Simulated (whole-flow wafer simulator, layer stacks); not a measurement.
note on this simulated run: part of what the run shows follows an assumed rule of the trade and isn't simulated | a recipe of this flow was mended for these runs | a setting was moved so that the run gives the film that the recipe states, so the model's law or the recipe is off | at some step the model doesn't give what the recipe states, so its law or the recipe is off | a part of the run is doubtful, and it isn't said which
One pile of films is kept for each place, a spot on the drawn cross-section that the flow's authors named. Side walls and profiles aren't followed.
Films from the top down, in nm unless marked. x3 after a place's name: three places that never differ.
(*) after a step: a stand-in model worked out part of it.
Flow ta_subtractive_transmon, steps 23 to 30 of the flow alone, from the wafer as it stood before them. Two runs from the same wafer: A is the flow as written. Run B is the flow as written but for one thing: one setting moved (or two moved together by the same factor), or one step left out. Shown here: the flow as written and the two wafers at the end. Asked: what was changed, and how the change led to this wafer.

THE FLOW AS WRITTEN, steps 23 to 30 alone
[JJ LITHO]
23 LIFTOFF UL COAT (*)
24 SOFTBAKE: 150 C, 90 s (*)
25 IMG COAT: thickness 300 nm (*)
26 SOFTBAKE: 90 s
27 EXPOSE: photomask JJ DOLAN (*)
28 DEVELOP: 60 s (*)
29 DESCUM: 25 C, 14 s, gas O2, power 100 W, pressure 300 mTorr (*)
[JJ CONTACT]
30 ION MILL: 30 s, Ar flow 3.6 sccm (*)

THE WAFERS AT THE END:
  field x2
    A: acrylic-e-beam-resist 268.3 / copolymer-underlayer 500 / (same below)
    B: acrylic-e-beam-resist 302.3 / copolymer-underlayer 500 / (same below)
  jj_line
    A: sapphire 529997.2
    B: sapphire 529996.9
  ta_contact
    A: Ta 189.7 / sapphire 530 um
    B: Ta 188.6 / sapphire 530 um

The cause: step 25, IMG COAT: thickness 336 nm was run, where the flow has thickness 300 nm; step 30, ION MILL: 33.6 s was run, where the flow has 30 s.

How the change led to this, step by step:
  25 IMG COAT: thickness 300 nm (*)
      field x2, jj_line: A acrylic-e-beam-resist +300 (new film) | B acrylic-e-beam-resist +336 (new film)
      lead: A acrylic-e-beam-resist +312.5 (new film) | B acrylic-e-beam-resist +349.6 (new film)
      (and at 2 more places)
  28 DEVELOP: 60 s (*)
      jj_line: A acrylic-e-beam-resist -300 (all of it), copolymer-underlayer -500 (all of it) | B acrylic-e-beam-resist -336 (all of it), copolymer-underlayer -500 (all of it)
      lead: A acrylic-e-beam-resist -312.5 (all of it), copolymer-underlayer -554.7 (all of it) | B acrylic-e-beam-resist -349.6 (all of it), copolymer-underlayer -554.7 (all of it)
      (and at 1 more place)
  30 ION MILL: 30 s, Ar flow 3.6 sccm (*)
      field x2, ta_pad: A acrylic-e-beam-resist -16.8 | B acrylic-e-beam-resist -18.8
      ta_contact: A Ta -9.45 | B Ta -10.6
